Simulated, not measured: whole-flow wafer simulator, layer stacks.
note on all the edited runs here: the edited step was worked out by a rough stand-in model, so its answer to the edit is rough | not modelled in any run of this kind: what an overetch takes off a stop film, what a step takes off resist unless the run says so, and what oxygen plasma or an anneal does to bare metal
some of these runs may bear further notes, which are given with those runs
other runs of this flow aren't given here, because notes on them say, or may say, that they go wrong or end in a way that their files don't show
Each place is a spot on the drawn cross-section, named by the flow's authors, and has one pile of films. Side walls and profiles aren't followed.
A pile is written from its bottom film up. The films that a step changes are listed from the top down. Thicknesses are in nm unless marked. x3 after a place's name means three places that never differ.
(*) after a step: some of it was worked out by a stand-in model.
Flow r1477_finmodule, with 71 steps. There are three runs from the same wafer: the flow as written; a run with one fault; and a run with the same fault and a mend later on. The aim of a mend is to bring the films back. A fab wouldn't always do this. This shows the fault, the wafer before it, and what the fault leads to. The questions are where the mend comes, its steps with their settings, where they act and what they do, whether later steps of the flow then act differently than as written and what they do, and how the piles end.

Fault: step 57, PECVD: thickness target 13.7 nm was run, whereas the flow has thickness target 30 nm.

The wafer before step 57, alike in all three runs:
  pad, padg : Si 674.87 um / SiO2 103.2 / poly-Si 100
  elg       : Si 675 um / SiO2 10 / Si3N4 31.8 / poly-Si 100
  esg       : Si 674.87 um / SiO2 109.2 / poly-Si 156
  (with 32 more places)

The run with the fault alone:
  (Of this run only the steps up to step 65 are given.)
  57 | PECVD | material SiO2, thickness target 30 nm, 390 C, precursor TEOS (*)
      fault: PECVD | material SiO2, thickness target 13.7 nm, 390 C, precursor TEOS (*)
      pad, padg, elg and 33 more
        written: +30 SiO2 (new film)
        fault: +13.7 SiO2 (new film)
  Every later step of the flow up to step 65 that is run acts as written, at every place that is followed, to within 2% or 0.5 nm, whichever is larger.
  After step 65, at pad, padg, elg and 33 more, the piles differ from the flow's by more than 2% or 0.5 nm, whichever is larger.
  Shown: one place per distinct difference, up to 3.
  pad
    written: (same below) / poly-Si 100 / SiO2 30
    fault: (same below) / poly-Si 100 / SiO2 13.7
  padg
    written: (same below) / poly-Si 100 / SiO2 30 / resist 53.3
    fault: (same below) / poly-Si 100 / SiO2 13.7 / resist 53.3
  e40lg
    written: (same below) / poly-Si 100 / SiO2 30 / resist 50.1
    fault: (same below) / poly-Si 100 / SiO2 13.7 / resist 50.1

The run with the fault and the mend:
  After step 64 comes the mend.
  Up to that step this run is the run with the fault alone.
  64a | STRIP | resist, chemistry O2, 60 C
      padg, elg, esg
        -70 resist (all of it)
      e40lg, e100lg, e200lg
        -66.9 resist (all of it)
      s40sg, s45sg
        -91 resist (all of it)
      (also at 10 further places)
  64b | PECVD | material SiO2, thickness target 16.3 nm, 390 C, precursor TEOS (*) (the flow's step 57, run once more with other settings)
      pad, padg, elg and 33 more
        +16.3 SiO2
  64c | DEHYDRATE | 150 C, 120 s (the flow's step 59, run once more)
      alters no film at any place that is followed
  64d | COAT | resist, thickness 70 nm (*) (the flow's step 60, run once more)
      e40lg, e100lg, e200lg, elo, e40lo, e100lo, e200lo
        +66.9 resist (new film)
      pad, padg, elg, esg
        +70 resist (new film)
      s40sg, s45sg, s40so, s45so
        +91 resist (new film)
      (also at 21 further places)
  64e | SOFTBAKE | 180 C, 180 s (*) (the flow's step 61, run once more)
      alters no film at any place that is followed
  64f | EXPOSE | resist, photomask GATE (the flow's step 62, run once more)
      alters no film at any place that is followed
  64g | DEVELOP (*) (the flow's step 63, run once more)
      elo, e40lo, e100lo, e200lo
        -66.9 resist (all of it)
      eso, e40so
        -129.5 resist (all of it)
      s40so, s45so
        -91 resist (all of it)
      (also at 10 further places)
  Every later step of the flow that is run acts as written at every place that is followed.
  At every place that both follow, the piles at the end match the flow's.
